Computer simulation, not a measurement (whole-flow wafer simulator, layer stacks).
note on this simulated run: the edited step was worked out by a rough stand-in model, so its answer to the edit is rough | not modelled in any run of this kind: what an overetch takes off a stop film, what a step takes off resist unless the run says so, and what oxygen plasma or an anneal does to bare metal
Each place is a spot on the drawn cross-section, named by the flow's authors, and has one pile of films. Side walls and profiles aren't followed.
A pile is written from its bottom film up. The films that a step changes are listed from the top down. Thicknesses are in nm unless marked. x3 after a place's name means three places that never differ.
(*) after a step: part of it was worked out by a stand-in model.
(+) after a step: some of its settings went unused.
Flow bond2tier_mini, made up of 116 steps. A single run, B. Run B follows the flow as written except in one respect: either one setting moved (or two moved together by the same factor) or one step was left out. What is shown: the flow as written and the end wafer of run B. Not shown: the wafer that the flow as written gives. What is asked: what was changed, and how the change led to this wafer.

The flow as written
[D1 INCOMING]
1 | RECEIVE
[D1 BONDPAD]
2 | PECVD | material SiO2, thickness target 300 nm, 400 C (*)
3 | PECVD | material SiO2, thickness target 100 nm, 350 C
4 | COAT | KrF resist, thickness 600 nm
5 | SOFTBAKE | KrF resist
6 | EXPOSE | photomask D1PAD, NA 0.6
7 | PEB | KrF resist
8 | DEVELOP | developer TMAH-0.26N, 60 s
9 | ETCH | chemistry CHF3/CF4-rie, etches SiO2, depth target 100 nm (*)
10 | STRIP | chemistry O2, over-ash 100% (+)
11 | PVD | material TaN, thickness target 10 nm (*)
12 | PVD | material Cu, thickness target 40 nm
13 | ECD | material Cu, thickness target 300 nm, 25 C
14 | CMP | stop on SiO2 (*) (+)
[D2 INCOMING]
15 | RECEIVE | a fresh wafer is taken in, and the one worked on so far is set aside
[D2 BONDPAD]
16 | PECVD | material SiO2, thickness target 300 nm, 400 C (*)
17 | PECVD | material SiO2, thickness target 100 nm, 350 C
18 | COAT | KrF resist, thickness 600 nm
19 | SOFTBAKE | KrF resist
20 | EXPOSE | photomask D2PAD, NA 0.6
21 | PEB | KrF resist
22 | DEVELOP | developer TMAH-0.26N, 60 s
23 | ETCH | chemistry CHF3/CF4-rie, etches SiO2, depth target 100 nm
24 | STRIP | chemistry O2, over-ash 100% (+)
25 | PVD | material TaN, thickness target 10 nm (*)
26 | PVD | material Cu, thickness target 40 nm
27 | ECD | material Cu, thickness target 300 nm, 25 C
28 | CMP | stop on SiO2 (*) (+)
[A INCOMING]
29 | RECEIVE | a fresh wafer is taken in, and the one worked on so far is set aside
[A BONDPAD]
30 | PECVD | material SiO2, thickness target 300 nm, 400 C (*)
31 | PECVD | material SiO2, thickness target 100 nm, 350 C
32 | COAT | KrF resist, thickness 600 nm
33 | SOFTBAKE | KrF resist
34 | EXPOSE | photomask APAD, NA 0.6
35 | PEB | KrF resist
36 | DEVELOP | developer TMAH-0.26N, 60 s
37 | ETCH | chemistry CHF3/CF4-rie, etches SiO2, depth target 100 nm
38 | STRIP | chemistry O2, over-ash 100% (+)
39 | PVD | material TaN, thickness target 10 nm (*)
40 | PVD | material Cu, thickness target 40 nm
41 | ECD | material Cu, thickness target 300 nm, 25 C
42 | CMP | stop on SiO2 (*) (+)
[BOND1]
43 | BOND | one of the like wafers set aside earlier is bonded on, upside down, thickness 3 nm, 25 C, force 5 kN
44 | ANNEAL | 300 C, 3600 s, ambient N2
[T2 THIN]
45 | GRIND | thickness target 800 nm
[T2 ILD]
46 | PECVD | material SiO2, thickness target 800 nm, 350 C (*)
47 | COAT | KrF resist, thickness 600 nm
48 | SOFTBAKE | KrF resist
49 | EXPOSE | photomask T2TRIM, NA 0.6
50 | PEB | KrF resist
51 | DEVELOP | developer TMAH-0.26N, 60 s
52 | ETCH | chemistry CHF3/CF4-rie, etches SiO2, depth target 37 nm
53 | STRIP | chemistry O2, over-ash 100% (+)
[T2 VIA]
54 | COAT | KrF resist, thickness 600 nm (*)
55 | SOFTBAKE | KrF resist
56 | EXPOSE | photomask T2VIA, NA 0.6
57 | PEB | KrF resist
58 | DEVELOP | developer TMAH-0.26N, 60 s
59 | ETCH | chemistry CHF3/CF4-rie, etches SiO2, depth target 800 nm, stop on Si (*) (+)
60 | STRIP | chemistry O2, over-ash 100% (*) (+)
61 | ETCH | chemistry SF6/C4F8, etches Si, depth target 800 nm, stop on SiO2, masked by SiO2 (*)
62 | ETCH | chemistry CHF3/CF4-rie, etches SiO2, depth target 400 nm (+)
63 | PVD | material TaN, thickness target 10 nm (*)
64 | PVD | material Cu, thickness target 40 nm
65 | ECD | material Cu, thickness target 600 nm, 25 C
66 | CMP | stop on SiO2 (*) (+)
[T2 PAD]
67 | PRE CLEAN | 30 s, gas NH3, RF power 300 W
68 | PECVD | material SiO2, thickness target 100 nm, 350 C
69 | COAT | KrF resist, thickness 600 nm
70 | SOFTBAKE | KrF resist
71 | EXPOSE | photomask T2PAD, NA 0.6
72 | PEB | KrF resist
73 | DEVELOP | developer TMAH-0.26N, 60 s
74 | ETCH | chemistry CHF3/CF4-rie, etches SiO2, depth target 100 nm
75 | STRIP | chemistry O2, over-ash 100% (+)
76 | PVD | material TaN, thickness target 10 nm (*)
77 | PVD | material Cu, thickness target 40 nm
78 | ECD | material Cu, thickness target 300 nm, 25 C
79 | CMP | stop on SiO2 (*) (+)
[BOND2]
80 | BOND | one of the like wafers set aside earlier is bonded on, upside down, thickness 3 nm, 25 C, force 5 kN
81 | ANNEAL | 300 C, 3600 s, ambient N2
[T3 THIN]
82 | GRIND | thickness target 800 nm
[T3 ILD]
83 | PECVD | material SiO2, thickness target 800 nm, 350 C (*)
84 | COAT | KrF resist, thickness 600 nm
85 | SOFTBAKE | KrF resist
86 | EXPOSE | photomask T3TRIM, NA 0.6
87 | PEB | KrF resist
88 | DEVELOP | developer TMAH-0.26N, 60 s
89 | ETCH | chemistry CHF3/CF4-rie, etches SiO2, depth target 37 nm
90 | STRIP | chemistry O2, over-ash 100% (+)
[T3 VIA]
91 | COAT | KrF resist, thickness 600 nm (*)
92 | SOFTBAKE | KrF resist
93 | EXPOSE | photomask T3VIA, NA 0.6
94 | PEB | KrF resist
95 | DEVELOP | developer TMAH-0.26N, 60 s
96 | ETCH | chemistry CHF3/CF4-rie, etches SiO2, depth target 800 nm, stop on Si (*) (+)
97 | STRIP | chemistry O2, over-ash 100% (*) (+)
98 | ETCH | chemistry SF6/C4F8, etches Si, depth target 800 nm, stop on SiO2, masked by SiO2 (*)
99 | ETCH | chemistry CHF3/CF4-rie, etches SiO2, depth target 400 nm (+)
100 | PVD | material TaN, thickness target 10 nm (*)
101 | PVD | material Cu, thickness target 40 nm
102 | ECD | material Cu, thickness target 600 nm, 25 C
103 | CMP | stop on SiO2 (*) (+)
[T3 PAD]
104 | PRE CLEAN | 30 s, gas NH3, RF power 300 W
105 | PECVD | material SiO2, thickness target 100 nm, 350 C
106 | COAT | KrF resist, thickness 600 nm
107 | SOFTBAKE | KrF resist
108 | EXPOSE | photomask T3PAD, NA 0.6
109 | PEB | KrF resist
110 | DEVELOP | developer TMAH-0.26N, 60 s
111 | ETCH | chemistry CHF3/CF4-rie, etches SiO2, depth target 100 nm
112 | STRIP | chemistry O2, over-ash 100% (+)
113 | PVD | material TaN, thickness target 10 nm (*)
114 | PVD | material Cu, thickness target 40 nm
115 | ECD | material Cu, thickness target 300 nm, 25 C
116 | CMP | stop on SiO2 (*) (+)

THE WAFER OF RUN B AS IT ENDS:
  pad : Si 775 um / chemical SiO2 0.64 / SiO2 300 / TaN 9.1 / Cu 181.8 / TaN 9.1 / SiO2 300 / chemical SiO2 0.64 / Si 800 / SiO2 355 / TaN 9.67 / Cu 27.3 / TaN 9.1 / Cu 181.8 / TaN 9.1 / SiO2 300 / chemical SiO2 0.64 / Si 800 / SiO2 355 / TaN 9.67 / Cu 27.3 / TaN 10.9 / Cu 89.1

What caused this: step 113, PVD: thickness target 12 nm was run, whereas the flow has thickness target 10 nm.

The path from the change to this, step by step:
  113 | PVD | material TaN, thickness target 10 nm (*)
      field: +12 TaN (new film) (it would be, as written: +10 TaN (new film))
      pad: +10.9 TaN (new film) (it would be, as written: +9.1 TaN (new film))
  116 | CMP | stop on SiO2 (*) (+)
      field: -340 Cu (all of it), -12 TaN (all of it) (it would be, as written: -340 Cu (all of it), -10 TaN (all of it))
